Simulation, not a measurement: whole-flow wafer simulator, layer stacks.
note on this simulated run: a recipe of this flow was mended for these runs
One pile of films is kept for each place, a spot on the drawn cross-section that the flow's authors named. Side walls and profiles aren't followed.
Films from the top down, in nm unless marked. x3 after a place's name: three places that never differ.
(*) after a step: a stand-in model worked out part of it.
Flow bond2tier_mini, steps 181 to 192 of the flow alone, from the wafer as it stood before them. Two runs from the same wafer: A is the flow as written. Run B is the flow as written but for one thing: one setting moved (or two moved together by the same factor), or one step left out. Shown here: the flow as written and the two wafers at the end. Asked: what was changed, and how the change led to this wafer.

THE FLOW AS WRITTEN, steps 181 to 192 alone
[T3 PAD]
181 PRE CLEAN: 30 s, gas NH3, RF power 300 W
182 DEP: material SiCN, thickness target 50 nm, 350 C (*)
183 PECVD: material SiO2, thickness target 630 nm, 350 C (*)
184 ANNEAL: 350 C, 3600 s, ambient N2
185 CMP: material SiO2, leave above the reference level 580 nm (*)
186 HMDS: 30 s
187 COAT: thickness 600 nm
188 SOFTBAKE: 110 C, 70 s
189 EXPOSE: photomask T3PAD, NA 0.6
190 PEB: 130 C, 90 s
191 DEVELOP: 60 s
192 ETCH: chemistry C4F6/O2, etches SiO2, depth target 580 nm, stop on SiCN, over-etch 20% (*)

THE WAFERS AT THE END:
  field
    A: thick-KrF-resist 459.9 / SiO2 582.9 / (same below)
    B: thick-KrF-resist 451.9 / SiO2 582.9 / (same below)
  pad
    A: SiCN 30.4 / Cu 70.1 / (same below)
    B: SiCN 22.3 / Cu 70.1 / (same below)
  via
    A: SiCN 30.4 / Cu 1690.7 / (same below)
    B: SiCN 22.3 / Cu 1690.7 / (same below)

The cause: step 192, ETCH: over-etch 28.3% was run, where the flow has over-etch 20%.

How the change led to this, step by step:
  192 ETCH: chemistry C4F6/O2, etches SiO2, depth target 580 nm, stop on SiCN, over-etch 20% (*)
      pad, via: A SiO2 -580 (all of it), SiCN -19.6 | B SiO2 -580 (all of it), SiCN -27.7
      field: A thick-KrF-resist -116 | B thick-KrF-resist -124
